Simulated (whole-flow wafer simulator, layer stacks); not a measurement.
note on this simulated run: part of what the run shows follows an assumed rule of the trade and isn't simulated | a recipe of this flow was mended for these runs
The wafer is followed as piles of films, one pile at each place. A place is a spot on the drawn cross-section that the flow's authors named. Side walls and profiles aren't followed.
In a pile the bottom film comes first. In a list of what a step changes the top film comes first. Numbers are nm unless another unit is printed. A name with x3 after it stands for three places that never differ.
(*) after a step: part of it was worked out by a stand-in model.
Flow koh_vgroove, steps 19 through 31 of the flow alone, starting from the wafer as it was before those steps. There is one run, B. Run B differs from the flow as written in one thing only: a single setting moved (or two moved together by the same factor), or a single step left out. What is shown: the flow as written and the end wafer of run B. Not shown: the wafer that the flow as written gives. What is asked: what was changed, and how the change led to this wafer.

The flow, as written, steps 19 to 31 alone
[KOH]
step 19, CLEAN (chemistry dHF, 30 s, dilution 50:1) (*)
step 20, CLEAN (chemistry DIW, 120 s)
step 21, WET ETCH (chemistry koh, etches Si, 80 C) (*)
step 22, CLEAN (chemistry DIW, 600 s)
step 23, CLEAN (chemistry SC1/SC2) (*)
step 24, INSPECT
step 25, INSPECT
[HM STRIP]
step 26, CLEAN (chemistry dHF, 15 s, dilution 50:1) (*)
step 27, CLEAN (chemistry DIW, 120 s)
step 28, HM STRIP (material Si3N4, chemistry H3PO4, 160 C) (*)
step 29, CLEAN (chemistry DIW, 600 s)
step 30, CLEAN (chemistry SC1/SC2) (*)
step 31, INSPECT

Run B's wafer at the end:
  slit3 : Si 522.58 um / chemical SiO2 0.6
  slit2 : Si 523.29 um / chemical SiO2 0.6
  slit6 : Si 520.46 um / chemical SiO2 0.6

What caused this: step 21, WET ETCH: 96 C was run, while the flow as written has 80 C.

Step by step, how the change led to this:
  step 21, WET ETCH (chemistry koh, etches Si, 80 C) (*)
      slit3: -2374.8 Si (as written it would have been: -2222.2 Si)
      slit2: -1667.7 Si (as written it would have been: -1515.1 Si)
      (also at 2 further places)
